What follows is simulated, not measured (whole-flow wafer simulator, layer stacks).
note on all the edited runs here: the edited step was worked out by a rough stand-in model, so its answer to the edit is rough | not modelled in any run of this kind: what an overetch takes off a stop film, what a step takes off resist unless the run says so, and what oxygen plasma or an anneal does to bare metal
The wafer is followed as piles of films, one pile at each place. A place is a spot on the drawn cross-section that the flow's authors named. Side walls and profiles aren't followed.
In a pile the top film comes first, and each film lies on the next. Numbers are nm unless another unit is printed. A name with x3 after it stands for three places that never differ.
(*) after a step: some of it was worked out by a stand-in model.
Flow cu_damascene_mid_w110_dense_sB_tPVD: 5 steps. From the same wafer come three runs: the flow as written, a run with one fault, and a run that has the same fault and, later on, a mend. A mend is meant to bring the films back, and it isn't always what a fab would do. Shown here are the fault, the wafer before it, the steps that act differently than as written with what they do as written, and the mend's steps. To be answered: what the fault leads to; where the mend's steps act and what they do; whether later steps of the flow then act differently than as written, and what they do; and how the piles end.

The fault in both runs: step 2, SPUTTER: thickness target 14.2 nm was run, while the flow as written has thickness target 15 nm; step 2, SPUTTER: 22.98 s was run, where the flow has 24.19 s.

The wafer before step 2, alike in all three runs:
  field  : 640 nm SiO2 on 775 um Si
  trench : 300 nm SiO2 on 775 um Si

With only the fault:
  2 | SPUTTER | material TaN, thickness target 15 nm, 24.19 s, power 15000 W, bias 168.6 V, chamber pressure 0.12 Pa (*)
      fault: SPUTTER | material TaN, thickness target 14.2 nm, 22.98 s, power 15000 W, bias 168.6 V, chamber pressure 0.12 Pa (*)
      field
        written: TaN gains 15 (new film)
        fault: TaN gains 14.2 (new film)
  None of the later steps of the flow differs from how it acts as written, at any place that is followed, by more than 2% or 0.5 nm, whichever is larger.
  At field, the piles at the end differ from the flow's by more than 2% or 0.5 nm, whichever is larger.
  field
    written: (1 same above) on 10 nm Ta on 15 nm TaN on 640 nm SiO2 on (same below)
    fault: (1 same above) on 10 nm Ta on 14.2 nm TaN on 640 nm SiO2 on (same below)

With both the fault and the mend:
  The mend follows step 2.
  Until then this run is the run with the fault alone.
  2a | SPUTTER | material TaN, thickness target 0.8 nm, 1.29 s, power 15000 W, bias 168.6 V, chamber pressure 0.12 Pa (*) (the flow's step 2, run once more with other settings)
      field
        TaN gains 0.8
      trench
        TaN gains 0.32
  None of the later steps of the flow differs from how it acts as written, at any place that is followed, by more than 2% or 0.5 nm, whichever is larger.
  At the end the piles are close to the flow's at the places that both follow, differing by at most 2% or 0.5 nm, whichever is larger.
